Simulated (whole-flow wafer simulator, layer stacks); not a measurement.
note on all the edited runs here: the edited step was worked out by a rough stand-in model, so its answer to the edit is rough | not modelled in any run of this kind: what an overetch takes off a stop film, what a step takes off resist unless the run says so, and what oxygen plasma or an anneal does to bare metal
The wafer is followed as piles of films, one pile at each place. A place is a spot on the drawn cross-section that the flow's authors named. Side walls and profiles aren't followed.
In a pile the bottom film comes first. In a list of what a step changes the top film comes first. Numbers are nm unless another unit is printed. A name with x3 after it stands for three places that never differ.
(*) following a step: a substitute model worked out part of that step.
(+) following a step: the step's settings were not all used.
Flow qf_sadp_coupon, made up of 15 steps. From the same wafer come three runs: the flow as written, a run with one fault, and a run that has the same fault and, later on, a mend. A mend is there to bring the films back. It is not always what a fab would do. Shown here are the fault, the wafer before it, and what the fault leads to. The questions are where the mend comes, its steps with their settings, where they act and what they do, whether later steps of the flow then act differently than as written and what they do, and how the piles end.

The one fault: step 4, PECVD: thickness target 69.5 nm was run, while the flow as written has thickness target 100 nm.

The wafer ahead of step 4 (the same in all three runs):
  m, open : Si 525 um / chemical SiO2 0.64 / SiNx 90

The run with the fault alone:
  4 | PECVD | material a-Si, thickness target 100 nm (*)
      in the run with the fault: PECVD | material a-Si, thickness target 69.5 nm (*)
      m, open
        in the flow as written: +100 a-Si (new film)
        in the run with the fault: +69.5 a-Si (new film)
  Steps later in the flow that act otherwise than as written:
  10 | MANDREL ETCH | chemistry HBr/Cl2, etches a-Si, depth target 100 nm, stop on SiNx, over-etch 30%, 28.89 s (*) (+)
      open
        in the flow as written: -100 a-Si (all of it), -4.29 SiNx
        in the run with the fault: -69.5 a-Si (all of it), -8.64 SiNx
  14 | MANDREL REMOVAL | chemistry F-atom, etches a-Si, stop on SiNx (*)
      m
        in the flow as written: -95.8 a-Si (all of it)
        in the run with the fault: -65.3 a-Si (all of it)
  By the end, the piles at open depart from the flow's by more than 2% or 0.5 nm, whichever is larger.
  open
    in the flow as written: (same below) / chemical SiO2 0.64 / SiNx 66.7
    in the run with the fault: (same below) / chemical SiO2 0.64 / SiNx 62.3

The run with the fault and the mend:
  The mend follows step 4.
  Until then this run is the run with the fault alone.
  4a | ETCH | chemistry tmah, depth target 79.92 nm
      m, open
        -69.5 a-Si (all of it)
  4b | PECVD | material a-Si, thickness target 100 nm (*) (a further turn of the flow's step 4)
      m, open
        +100 a-Si (new film)
  Later steps of the flow that are run all act as written at every place that is followed.
  At every place that both follow, the piles at the end match the flow's.
